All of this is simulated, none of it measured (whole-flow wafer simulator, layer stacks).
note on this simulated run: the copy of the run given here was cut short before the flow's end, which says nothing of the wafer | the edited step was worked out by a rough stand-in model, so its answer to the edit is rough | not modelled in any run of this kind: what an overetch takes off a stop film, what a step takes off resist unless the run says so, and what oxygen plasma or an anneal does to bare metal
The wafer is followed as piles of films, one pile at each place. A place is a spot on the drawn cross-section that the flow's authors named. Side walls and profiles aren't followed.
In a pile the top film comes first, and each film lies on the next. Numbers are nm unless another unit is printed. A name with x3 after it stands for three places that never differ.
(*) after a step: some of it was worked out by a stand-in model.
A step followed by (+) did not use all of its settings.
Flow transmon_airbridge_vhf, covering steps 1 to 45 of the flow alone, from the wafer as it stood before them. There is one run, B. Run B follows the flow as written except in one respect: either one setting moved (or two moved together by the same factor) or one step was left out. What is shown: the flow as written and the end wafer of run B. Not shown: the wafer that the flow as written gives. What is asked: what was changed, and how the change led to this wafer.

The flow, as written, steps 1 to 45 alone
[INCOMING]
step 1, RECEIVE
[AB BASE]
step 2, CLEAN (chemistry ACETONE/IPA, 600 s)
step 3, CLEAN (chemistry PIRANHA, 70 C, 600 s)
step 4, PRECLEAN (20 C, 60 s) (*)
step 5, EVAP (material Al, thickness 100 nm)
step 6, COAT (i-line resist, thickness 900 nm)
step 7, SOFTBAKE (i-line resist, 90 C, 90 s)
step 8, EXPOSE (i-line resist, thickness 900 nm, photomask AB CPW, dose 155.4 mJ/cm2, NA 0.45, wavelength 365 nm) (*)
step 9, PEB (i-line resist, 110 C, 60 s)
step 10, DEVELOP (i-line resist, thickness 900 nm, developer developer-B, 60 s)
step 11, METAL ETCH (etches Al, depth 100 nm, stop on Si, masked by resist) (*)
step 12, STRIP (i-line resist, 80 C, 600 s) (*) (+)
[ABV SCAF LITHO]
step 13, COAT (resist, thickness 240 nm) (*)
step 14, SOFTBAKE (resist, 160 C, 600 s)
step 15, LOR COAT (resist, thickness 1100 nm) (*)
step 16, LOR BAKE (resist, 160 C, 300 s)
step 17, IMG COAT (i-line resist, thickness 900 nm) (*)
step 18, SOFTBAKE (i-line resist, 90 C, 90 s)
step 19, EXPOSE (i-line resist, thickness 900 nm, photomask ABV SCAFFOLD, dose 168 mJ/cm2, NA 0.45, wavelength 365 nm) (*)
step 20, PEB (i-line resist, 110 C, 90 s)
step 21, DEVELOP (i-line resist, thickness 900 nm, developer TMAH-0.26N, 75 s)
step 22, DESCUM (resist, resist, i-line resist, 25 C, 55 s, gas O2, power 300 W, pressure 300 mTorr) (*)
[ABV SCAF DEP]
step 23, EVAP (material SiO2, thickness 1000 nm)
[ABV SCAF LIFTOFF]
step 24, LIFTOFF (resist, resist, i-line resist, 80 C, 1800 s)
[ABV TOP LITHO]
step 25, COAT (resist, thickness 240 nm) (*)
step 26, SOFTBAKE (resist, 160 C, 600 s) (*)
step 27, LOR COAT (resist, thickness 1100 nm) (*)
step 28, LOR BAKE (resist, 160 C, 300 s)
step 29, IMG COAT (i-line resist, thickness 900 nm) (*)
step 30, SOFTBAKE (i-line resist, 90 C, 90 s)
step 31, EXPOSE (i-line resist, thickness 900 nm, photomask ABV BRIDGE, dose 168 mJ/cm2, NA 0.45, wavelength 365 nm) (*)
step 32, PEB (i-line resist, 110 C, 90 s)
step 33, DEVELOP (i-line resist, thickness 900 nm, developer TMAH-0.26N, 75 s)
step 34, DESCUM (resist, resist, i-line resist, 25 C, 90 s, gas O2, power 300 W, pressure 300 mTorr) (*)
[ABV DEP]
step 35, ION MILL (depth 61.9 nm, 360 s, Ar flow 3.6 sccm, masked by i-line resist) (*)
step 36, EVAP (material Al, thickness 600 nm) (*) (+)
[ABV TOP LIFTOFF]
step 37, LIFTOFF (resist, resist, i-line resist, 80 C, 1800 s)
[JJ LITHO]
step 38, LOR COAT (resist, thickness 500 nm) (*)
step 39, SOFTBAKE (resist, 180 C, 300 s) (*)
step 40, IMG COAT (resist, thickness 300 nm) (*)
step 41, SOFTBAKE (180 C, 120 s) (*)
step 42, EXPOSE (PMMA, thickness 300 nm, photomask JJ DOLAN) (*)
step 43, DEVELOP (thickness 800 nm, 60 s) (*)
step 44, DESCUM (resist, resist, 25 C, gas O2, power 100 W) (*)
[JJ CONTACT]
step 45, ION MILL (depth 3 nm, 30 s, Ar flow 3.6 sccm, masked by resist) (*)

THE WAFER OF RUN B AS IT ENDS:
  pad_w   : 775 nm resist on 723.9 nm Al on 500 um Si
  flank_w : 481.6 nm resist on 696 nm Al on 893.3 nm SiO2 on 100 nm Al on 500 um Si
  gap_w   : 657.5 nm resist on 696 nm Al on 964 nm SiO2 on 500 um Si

What caused this: step 36, EVAP: thickness 696 nm was run, while the flow as written has thickness 600 nm.
The wafer lets one read it off: flank_w has Al 696, and step 36 as written asks for 600 nm.

Step by step, how the change led to this:
  step 36, EVAP (material Al, thickness 600 nm) (*) (+)
      field x3, jj_line, ground_far and 10 more: +696 Al (new film) (it would be, as written: +600 Al (new film))
      pad_w, pad_e: +685.8 Al (it would be, as written: +591.2 Al)
  step 37, LIFTOFF (resist, resist, i-line resist, 80 C, 1800 s)
      field x3, jj_line, trace_open_s x2: -696 Al (all of it), -600 i-line resist (all of it), -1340 resist (all of it) (it would be, as written: -600 Al (all of it), -600 i-line resist (all of it), -1340 resist (all of it))
      margin_s, margin_n: -696 Al (all of it), -318.3 i-line resist (all of it), -992 resist (all of it) (it would be, as written: -600 Al (all of it), -318.3 i-line resist (all of it), -992 resist (all of it))
      (as well as at 1 more place)
  step 38, LOR COAT (resist, thickness 500 nm) (*)
      bridge_strip: +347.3 resist (new film) (it would be, as written: +356.4 resist (new film))
  step 40, IMG COAT (resist, thickness 300 nm) (*)
      bridge_strip: +191.4 resist (it would be, as written: +197.1 resist)
